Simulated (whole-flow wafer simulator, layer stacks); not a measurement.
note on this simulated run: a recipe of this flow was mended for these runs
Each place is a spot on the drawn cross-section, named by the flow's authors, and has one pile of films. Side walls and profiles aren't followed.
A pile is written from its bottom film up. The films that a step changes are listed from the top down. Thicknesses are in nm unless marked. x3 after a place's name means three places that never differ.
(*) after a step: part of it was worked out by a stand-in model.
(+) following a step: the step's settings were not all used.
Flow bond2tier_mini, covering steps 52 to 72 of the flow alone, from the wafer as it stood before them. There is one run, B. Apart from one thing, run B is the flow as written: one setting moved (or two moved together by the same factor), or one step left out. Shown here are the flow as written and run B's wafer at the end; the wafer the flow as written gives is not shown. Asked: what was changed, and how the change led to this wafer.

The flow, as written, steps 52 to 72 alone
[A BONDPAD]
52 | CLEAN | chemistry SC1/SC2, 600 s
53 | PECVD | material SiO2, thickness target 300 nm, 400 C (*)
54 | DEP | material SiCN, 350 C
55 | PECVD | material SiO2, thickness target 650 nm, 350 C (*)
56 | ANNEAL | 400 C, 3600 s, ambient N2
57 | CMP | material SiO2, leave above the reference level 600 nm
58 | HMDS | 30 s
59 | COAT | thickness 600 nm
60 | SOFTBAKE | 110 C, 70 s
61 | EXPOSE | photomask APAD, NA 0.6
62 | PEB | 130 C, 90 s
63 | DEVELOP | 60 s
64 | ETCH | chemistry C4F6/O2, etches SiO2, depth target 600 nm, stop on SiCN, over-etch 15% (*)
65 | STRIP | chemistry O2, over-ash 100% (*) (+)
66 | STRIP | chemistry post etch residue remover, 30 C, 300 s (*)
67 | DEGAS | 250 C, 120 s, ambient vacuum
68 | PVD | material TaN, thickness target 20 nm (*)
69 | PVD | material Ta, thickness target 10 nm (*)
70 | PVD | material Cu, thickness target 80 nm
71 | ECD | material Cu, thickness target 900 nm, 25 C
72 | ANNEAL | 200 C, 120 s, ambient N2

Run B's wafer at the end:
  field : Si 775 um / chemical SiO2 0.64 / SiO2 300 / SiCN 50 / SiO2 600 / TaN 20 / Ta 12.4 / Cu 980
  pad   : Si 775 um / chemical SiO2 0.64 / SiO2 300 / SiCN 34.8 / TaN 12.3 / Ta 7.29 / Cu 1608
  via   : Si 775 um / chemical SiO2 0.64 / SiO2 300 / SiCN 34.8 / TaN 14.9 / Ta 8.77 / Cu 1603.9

What caused this: step 69, PVD: thickness target 12.4 nm was run, though the flow has thickness target 10 nm.
One can read it off the wafer: field has Ta 12.4, and step 69 as written asks for 10 nm.

Step by step, how the change led to this:
  69 | PVD | material Ta, thickness target 10 nm (*)
      field: Ta gains 12.4 (new film) (as written it would have been: Ta gains 10 (new film))
      pad: Ta gains 7.29 (new film) (as written it would have been: Ta gains 5.88 (new film))
      (as well as at 1 more place)
